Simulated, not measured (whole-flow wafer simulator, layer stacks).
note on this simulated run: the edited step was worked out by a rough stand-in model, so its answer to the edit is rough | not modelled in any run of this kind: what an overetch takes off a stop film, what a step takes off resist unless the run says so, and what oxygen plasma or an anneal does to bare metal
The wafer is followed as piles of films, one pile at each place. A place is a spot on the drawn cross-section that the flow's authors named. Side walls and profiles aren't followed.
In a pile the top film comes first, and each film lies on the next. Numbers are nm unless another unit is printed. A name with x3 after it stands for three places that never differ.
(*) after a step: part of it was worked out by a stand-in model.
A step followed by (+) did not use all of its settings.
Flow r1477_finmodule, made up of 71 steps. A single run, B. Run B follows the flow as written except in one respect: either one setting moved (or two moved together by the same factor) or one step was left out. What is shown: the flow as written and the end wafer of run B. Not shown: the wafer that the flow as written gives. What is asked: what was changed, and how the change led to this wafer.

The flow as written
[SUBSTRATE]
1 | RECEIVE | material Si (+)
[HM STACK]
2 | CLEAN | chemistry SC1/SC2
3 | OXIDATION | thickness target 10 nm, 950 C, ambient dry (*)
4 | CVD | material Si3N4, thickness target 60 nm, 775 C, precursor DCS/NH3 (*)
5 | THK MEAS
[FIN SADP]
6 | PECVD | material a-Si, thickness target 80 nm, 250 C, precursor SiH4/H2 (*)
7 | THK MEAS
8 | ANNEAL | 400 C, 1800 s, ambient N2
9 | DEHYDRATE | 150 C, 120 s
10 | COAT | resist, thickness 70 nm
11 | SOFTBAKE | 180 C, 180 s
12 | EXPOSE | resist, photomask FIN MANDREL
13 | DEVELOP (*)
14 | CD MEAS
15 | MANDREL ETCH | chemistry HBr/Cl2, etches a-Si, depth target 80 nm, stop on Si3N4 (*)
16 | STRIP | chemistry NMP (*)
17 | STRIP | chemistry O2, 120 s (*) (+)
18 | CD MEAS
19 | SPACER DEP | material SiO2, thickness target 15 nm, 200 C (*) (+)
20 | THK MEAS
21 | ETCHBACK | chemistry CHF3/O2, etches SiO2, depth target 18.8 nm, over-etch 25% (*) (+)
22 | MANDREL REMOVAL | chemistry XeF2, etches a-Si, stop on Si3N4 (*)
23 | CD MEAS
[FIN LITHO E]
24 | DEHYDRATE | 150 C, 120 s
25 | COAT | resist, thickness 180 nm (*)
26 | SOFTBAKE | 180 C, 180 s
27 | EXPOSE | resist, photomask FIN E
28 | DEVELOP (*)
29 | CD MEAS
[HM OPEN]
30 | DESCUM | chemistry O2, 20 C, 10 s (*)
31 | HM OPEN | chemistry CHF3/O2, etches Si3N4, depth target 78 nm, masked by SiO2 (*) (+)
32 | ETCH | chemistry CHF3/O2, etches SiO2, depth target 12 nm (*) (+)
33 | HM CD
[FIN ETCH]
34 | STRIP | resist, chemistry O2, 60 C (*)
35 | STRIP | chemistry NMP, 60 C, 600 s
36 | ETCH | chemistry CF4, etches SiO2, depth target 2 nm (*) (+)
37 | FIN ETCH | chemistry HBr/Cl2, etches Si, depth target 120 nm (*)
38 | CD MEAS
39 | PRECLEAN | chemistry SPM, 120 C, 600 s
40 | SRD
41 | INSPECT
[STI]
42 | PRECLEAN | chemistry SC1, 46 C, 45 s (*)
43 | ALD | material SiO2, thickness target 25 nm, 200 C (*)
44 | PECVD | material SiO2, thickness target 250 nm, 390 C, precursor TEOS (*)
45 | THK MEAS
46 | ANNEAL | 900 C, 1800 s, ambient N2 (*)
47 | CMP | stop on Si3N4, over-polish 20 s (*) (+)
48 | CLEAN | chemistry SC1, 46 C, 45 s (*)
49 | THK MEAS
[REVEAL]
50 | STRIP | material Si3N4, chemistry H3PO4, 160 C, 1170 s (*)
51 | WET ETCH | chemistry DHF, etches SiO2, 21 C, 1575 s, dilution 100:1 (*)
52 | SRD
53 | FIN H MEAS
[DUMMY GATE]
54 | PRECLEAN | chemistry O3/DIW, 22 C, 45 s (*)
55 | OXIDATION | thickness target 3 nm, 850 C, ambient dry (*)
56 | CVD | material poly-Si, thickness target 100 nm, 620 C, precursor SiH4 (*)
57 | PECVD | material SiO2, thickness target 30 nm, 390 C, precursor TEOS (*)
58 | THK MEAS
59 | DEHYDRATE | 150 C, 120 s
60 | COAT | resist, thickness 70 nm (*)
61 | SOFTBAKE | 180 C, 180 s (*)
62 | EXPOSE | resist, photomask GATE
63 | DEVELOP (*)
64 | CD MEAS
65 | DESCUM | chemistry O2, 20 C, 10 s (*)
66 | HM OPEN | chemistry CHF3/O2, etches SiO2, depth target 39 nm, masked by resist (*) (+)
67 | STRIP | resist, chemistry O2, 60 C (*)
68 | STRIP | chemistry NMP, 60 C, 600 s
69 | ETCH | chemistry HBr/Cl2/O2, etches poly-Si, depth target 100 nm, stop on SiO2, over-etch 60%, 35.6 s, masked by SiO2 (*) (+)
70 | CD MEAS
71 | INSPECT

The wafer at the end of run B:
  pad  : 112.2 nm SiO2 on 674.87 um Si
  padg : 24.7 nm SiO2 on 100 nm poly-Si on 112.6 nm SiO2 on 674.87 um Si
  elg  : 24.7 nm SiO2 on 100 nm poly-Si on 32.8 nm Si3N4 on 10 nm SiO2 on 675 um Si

The reason: step 51, WET ETCH: 18.19 C was run, while the flow as written has 21 C.

Step by step, how the change led to this:
  51 | WET ETCH | chemistry DHF, etches SiO2, 21 C, 1575 s, dilution 100:1 (*)
      pad, padg, e40sg and 12 more: -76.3 SiO2 (it would be, as written: -85.7 SiO2)
      elg, e40lg, e100lg, e200lg, elo, e40lo, e100lo, e200lo: -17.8 SiO2 (all of it), -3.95 Si3N4 (it would be, as written: -17.8 SiO2 (all of it), -4.97 Si3N4)
      (and at 7 other places as well)
  56 | CVD | material poly-Si, thickness target 100 nm, 620 C, precursor SiH4 (*)
      s40cg, s40co: +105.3 poly-Si (new film) (it would be, as written: +113.9 poly-Si (new film))
      s45cg, s45co: +104.7 poly-Si (new film) (it would be, as written: +113.4 poly-Si (new film))
      (and at 3 other places as well)
  60 | COAT | resist, thickness 70 nm (*)
      e40sg, e40so: +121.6 resist (new film) (it would be, as written: +129.5 resist (new film))
      e100sg, e100so: +121.5 resist (new film) (it would be, as written: +129.4 resist (new film))
      (and at 9 other places as well)
  63 | DEVELOP (*)
      eso: -121.5 resist (all of it) (it would be, as written: -129.5 resist (all of it))
      e40so: -121.6 resist (all of it) (it would be, as written: -129.5 resist (all of it))
      (and at 5 other places as well)
  67 | STRIP | resist, chemistry O2, 60 C (*)
      e40sg: -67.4 resist (all of it) (it would be, as written: -75.4 resist (all of it))
      e100sg: -67.4 resist (all of it) (it would be, as written: -75.3 resist (all of it))
      (and at 4 other places as well)
  69 | ETCH | chemistry HBr/Cl2/O2, etches poly-Si, depth target 100 nm, stop on SiO2, over-etch 60%, 35.6 s, masked by SiO2 (*) (+)
      s40co: -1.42 chemical SiO2 (all of it), -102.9 poly-Si (all of it), -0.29 SiO2 (it would be, as written: -1.46 chemical SiO2 (all of it), -111.5 poly-Si (all of it), -0.24 SiO2)
      s45co: -1.42 chemical SiO2 (all of it), -102.3 poly-Si (all of it), -0.29 SiO2 (it would be, as written: -1.46 chemical SiO2 (all of it), -110.9 poly-Si (all of it), -0.25 SiO2)
      (and at 1 other place as well)
